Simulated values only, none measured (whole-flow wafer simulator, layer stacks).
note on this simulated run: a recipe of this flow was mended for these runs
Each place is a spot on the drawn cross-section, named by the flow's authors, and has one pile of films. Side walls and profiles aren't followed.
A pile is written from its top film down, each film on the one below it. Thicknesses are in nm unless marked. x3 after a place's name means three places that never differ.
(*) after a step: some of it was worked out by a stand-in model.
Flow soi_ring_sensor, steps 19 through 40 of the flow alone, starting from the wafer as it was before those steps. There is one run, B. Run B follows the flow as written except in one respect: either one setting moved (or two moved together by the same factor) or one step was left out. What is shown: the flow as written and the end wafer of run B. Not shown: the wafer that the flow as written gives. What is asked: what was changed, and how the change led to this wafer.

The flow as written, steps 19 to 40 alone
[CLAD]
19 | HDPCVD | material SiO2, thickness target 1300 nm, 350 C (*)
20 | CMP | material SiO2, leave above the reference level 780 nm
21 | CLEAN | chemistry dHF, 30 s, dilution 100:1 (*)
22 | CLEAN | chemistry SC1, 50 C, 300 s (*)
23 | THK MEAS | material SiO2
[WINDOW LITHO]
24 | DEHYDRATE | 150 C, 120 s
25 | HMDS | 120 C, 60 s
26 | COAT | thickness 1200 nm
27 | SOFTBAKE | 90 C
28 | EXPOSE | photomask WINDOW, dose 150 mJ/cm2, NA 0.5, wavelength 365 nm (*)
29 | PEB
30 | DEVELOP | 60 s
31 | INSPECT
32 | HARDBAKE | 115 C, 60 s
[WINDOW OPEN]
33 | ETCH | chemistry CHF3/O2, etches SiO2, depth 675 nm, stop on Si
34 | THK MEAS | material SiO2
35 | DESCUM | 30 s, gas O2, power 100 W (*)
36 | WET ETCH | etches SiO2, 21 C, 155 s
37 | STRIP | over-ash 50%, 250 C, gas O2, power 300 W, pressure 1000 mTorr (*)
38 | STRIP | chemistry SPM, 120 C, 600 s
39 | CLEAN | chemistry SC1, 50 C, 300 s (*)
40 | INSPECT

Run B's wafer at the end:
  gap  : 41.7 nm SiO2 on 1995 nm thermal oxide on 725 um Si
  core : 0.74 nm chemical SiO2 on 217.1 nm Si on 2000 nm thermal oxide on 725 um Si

Cause: step 36, WET ETCH: 121 s was run, while the flow as written has 155 s.

Step by step, how the change led to this:
  36 | WET ETCH | etches SiO2, 21 C, 155 s
      gap, window: -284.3 SiO2 (in the flow as written it would be: -326.6 SiO2 (all of it), -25 thermal oxide)
  39 | CLEAN | chemistry SC1, 50 C, 300 s (*)
      gap, window: -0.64 SiO2 (in the flow as written it would be: -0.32 thermal oxide)
